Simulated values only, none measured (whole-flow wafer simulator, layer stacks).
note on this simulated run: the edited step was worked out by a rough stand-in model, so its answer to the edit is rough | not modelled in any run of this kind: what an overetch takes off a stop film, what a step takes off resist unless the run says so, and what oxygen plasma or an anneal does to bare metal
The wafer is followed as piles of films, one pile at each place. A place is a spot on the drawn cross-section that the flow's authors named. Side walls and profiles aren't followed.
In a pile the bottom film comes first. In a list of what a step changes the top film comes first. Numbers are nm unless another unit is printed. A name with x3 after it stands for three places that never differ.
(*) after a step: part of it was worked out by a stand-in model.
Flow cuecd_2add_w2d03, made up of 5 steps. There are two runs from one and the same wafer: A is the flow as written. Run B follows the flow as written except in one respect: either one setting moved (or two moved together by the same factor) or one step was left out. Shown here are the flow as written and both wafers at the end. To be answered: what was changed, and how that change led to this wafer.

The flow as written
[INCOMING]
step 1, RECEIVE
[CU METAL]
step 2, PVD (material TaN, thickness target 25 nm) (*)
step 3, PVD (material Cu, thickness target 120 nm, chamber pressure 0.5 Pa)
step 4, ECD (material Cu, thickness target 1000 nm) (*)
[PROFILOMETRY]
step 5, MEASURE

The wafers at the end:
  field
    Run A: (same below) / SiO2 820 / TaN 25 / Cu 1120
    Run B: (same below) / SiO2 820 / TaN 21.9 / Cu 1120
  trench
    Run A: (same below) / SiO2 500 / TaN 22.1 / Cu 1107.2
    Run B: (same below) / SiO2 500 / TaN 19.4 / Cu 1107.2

The reason: step 2, PVD: thickness target 21.9 nm was run, whereas the flow has thickness target 25 nm.
The wafer lets one read it off: field has TaN 21.9, and step 2 as written asks for 25 nm.

Step by step, how the change led to this:
  step 2, PVD (material TaN, thickness target 25 nm) (*)
      field: A +25 TaN (new film) | B +21.9 TaN (new film)
      trench: A +22.1 TaN (new film) | B +19.4 TaN (new film)
